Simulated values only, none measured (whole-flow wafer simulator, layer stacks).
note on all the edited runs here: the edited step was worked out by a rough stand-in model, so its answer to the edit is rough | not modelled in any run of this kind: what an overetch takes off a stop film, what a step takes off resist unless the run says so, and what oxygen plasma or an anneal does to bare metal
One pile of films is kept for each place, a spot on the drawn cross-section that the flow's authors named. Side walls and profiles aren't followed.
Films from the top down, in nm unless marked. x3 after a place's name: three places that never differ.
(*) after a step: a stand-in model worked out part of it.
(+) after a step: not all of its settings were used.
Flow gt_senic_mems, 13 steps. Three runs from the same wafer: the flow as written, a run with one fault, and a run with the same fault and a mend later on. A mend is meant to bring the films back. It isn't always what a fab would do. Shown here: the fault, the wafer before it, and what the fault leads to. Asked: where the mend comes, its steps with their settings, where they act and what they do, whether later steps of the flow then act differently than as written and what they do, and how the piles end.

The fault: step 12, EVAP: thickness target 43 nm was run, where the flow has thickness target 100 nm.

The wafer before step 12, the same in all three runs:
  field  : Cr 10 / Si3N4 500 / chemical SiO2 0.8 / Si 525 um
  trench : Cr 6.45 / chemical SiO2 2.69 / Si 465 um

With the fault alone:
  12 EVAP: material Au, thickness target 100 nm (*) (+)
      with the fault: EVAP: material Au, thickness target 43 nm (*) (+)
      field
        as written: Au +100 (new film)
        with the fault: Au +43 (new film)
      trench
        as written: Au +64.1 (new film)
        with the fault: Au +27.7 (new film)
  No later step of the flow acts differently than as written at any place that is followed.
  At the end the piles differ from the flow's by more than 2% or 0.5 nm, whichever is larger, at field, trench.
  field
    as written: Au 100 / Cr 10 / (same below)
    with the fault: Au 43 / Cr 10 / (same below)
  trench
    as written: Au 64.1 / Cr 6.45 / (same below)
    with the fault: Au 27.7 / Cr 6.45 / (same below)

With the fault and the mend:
  The mend comes after step 13.
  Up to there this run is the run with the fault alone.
  13a EVAP: material Au, thickness target 57 nm (*) (+) (the flow's step 12 once more, with other settings)
      field
        Au +57
      trench
        Au +36.7
  No later step of the flow acts differently than as written at any place that is followed.
  At the end the piles differ from the flow's only slightly at the places that both follow, by at most 2% or 0.5 nm, whichever is larger.
